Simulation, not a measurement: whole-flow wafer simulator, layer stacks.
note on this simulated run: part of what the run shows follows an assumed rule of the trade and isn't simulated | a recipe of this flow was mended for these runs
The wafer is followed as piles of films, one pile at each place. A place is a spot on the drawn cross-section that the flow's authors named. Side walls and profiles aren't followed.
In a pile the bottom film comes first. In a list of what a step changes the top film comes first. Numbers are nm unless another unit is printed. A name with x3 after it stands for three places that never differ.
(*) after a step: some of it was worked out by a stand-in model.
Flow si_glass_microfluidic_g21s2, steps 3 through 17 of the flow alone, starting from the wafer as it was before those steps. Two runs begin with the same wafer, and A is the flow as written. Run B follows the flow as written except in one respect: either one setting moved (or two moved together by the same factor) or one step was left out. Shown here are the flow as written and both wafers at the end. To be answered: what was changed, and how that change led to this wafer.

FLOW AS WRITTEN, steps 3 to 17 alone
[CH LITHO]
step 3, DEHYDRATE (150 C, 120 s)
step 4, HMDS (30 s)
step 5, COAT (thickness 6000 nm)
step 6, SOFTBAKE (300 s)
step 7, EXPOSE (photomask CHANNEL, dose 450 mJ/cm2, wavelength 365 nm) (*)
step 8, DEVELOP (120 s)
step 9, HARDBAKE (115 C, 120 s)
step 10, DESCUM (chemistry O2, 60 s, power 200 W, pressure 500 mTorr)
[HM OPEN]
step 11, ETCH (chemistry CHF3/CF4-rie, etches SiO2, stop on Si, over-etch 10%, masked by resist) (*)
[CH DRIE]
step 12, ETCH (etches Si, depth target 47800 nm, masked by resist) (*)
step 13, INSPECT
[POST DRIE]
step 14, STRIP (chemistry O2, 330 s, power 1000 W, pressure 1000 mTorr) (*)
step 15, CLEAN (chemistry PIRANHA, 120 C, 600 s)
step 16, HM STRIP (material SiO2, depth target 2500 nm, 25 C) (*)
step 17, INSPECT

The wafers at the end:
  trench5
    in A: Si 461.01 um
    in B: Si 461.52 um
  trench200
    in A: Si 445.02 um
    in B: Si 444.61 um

Cause: step 5, COAT: thickness 8160 nm was run, whereas the flow has thickness 6000 nm.

The path from the change to this, step by step:
  step 5, COAT (thickness 6000 nm)
      land, trench20, trench5, trench200: A +6000 thick-i-line-resist (new film) | B +8160 thick-i-line-resist (new film)
  step 8, DEVELOP (120 s)
      trench20, trench5, trench200: A -6000 thick-i-line-resist (all of it) | B -8160 thick-i-line-resist (all of it)
  step 9, HARDBAKE (115 C, 120 s)
      land: A -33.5 thick-i-line-resist | B -52.5 thick-i-line-resist
  step 12, ETCH (etches Si, depth target 47800 nm, masked by resist) (*)
      trench5: A -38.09 um Si | B -37.58 um Si
      trench200: A -54.08 um Si | B -54.49 um Si
  step 14, STRIP (chemistry O2, 330 s, power 1000 W, pressure 1000 mTorr) (*)
      land: A -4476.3 thick-i-line-resist (all of it) | B -6612 thick-i-line-resist (all of it)
